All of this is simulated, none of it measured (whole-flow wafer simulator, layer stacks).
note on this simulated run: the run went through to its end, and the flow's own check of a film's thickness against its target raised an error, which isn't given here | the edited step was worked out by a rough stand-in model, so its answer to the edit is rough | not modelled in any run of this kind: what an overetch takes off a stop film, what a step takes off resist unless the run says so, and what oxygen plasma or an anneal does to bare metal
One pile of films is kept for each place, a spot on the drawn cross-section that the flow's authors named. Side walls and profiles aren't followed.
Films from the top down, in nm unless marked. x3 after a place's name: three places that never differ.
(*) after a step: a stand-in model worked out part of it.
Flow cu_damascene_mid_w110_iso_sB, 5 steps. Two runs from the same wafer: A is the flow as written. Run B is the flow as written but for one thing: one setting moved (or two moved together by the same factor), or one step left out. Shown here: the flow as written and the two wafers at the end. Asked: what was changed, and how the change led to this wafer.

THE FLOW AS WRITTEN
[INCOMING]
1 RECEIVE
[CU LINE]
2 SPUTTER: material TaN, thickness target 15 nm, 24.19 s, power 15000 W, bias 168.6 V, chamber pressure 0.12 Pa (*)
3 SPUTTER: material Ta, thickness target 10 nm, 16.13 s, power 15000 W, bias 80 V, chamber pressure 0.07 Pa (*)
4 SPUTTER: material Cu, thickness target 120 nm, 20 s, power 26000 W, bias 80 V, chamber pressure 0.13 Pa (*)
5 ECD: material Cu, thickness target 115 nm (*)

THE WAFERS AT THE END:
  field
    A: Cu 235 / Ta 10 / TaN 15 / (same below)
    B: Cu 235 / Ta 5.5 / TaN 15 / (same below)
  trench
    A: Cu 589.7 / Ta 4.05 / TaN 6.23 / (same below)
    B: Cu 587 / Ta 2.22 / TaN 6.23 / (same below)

The cause: step 3, SPUTTER: thickness target 5.5 nm was run, where the flow has thickness target 10 nm; step 3, SPUTTER: 8.87 s was run, where the flow has 16.13 s.
It can be read off the wafer: field has Ta 5.5, and step 3 as written asks for 10 nm.

How the change led to this, step by step:
  3 SPUTTER: material Ta, thickness target 10 nm, 16.13 s, power 15000 W, bias 80 V, chamber pressure 0.07 Pa (*)
      field: A Ta +10 (new film) | B Ta +5.5 (new film)
      trench: A Ta +4.05 (new film) | B Ta +2.22 (new film)
